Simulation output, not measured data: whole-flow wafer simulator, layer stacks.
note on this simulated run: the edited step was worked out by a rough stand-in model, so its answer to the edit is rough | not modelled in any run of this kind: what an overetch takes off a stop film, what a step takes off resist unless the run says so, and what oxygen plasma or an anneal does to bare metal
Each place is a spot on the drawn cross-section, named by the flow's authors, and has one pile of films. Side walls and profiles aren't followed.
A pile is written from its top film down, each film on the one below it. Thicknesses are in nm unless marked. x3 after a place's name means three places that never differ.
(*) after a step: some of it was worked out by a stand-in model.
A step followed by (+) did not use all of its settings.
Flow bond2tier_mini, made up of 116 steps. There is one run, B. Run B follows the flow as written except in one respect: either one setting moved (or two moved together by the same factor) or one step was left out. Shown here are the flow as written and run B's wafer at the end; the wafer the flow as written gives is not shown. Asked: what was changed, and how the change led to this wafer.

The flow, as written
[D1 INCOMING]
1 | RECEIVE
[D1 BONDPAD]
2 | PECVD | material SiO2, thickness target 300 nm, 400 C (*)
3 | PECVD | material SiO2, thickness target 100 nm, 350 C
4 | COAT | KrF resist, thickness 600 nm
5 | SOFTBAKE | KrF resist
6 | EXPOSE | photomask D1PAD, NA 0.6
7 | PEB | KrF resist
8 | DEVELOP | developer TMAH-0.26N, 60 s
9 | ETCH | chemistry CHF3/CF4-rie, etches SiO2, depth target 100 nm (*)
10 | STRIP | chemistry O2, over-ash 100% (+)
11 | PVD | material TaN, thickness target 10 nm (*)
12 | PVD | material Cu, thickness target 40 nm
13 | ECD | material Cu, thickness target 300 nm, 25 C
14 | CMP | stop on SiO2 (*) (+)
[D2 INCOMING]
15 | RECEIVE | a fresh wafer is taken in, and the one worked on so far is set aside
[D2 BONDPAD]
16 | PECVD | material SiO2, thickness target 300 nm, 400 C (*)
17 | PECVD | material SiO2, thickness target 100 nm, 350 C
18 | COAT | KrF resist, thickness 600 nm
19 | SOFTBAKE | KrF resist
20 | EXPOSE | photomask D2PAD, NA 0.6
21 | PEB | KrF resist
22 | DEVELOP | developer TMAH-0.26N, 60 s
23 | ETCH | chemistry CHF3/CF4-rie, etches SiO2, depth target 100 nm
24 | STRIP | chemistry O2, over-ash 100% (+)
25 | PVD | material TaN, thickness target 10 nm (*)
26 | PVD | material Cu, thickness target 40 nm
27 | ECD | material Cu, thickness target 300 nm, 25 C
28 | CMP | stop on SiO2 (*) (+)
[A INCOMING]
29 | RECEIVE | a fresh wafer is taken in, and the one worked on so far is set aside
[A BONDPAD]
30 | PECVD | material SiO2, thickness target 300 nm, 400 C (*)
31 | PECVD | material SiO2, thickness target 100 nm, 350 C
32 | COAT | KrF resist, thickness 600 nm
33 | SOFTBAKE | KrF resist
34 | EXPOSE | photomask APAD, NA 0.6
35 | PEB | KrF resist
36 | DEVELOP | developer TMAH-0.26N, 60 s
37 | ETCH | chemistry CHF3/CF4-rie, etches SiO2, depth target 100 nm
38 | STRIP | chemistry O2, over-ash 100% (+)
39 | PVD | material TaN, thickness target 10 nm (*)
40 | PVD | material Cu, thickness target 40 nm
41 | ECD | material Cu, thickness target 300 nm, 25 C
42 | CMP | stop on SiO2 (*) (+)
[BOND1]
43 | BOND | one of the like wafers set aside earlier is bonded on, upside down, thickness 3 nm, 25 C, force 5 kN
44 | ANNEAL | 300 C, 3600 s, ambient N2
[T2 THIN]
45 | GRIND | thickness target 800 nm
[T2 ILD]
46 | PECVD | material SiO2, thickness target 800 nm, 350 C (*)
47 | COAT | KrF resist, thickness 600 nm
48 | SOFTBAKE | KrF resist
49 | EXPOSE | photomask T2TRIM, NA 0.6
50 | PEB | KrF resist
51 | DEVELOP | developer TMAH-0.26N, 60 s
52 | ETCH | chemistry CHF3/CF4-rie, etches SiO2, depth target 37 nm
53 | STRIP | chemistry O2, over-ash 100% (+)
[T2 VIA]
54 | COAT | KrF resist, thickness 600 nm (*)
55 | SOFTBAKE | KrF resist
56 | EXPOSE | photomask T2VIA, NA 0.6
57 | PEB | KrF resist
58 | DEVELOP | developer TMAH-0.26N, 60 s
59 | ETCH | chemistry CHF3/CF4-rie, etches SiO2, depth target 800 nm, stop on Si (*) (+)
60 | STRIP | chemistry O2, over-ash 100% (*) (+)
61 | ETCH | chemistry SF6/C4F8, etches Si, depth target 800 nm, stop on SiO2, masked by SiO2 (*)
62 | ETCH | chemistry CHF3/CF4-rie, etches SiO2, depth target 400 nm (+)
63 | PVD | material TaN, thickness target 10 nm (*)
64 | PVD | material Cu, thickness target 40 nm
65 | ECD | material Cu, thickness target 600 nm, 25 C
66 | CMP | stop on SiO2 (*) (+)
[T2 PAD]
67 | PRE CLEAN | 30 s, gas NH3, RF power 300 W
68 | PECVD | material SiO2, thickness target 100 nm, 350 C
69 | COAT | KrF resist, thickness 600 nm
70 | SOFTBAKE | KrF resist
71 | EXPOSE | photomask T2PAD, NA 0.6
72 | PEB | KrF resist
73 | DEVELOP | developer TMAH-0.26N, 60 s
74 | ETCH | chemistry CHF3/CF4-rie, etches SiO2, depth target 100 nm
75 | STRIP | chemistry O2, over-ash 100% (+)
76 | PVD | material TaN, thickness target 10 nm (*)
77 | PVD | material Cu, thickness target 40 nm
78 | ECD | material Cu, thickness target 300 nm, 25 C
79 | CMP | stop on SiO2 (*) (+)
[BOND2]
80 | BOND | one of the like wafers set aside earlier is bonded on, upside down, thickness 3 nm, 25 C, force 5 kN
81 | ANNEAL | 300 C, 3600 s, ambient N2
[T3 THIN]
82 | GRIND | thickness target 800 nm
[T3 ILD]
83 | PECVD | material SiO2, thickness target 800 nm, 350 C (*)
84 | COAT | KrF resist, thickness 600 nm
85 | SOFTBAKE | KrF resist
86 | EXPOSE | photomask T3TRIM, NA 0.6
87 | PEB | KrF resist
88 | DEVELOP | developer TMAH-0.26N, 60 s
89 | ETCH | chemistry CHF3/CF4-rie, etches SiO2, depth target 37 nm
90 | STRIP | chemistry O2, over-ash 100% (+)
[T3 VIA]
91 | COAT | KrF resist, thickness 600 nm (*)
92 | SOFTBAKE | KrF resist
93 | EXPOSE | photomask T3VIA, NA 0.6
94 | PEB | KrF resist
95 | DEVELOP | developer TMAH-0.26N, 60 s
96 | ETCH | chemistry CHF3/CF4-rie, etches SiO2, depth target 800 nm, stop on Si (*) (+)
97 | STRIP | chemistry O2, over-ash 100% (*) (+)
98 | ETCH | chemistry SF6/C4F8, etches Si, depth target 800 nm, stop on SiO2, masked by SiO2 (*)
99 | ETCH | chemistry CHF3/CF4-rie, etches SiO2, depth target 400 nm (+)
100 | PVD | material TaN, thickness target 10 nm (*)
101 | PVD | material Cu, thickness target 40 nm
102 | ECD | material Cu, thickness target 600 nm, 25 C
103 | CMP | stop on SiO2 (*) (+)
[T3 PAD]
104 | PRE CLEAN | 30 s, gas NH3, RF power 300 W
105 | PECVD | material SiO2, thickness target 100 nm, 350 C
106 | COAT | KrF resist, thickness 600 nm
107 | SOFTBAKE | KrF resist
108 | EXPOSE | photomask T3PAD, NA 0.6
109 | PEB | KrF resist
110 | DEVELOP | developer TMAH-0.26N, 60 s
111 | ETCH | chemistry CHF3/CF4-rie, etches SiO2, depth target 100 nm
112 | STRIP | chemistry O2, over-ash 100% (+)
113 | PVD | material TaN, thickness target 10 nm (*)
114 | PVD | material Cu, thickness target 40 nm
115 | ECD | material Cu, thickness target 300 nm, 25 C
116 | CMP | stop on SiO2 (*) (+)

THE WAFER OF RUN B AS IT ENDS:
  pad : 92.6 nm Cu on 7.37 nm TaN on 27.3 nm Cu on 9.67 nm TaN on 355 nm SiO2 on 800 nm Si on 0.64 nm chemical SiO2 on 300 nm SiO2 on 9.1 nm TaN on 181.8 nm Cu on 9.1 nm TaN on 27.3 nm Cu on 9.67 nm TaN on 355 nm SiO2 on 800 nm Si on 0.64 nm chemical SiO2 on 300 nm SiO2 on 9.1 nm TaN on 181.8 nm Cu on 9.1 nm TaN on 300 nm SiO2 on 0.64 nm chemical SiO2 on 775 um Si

Cause: step 113, PVD: thickness target 8.1 nm was run, whereas the flow has thickness target 10 nm.

Step by step, how the change led to this:
  113 | PVD | material TaN, thickness target 10 nm (*)
      field: +8.1 TaN (new film) (it would be, as written: +10 TaN (new film))
      pad: +7.37 TaN (new film) (it would be, as written: +9.1 TaN (new film))
  116 | CMP | stop on SiO2 (*) (+)
      field: -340 Cu (all of it), -8.1 TaN (all of it) (it would be, as written: -340 Cu (all of it), -10 TaN (all of it))
